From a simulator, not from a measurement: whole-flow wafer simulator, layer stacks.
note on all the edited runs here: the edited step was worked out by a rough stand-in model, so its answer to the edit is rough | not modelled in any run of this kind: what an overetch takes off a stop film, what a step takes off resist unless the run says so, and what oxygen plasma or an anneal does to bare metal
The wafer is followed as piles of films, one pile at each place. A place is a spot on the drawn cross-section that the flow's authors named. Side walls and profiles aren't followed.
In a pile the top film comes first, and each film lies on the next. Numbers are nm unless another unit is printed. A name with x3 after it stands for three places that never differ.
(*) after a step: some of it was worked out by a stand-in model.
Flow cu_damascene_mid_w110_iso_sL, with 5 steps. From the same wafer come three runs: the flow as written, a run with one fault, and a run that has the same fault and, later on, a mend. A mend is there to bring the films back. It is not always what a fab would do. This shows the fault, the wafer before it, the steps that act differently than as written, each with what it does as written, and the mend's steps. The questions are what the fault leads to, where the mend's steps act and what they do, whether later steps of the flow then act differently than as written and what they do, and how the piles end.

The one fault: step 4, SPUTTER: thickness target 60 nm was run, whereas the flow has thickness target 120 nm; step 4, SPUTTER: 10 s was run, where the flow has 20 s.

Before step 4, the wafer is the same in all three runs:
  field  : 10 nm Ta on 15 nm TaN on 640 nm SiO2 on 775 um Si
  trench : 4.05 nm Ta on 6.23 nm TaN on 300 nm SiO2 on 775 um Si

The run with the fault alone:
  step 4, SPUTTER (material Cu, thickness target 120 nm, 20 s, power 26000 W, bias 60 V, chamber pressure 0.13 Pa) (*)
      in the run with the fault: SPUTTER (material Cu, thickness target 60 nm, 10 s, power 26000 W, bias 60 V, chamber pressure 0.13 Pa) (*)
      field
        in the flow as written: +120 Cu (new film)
        in the run with the fault: +60 Cu (new film)
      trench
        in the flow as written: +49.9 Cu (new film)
        in the run with the fault: +25 Cu (new film)
  Steps later in the flow that act otherwise than as written:
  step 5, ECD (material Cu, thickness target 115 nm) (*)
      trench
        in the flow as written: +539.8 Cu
        in the run with the fault: +504.8 Cu
  At field, trench, the piles at the end differ from the flow's by more than 2% or 0.5 nm, whichever is larger.
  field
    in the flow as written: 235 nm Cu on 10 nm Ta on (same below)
    in the run with the fault: 175 nm Cu on 10 nm Ta on (same below)
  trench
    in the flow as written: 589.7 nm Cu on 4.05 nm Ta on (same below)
    in the run with the fault: 529.7 nm Cu on 4.05 nm Ta on (same below)

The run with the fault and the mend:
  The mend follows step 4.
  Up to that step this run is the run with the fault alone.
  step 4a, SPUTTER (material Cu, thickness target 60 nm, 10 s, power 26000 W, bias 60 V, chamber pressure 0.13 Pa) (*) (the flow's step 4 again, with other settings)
      field
        +60 Cu
      trench
        +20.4 Cu
  Later steps of the flow that are run all act as written at every place that is followed, up to a difference of at most 2% or 0.5 nm, whichever is larger.
  By the end, the piles equal the flow's at every place that both follow.
